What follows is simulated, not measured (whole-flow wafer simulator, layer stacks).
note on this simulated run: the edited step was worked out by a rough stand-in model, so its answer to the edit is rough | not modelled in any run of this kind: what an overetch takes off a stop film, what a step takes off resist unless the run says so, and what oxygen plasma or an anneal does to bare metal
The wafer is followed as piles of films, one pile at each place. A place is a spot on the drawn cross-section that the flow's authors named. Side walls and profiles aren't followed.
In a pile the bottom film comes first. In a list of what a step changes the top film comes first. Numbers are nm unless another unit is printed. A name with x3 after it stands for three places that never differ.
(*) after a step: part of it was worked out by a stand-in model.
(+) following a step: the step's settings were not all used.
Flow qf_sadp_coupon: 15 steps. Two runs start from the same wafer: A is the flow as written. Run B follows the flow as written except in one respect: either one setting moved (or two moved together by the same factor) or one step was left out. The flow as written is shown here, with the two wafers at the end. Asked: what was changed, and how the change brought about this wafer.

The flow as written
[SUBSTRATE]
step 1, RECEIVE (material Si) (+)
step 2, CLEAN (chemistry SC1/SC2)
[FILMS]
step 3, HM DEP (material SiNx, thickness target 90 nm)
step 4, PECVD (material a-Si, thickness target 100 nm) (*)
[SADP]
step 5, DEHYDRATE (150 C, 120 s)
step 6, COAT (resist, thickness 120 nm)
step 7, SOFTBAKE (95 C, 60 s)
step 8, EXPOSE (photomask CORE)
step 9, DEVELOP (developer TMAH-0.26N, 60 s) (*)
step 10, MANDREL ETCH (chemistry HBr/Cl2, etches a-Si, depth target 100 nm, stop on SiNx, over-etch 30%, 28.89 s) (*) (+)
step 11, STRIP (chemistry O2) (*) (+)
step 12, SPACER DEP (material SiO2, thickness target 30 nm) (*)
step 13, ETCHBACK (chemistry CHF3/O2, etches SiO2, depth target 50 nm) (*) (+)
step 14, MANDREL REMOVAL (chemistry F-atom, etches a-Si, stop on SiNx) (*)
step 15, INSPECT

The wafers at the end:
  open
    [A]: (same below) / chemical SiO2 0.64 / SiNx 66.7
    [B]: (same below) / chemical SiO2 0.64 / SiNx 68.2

The reason: step 4, PECVD: thickness target 110.9 nm was run, though the flow has thickness target 100 nm.

The path from the change to this, step by step:
  step 4, PECVD (material a-Si, thickness target 100 nm) (*)
      m, open: A +100 a-Si (new film) | B +110.9 a-Si (new film)
  step 10, MANDREL ETCH (chemistry HBr/Cl2, etches a-Si, depth target 100 nm, stop on SiNx, over-etch 30%, 28.89 s) (*) (+)
      open: A -100 a-Si (all of it), -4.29 SiNx | B -110.9 a-Si (all of it), -2.73 SiNx
  step 14, MANDREL REMOVAL (chemistry F-atom, etches a-Si, stop on SiNx) (*)
      m: A -95.8 a-Si (all of it) | B -106.7 a-Si (all of it)
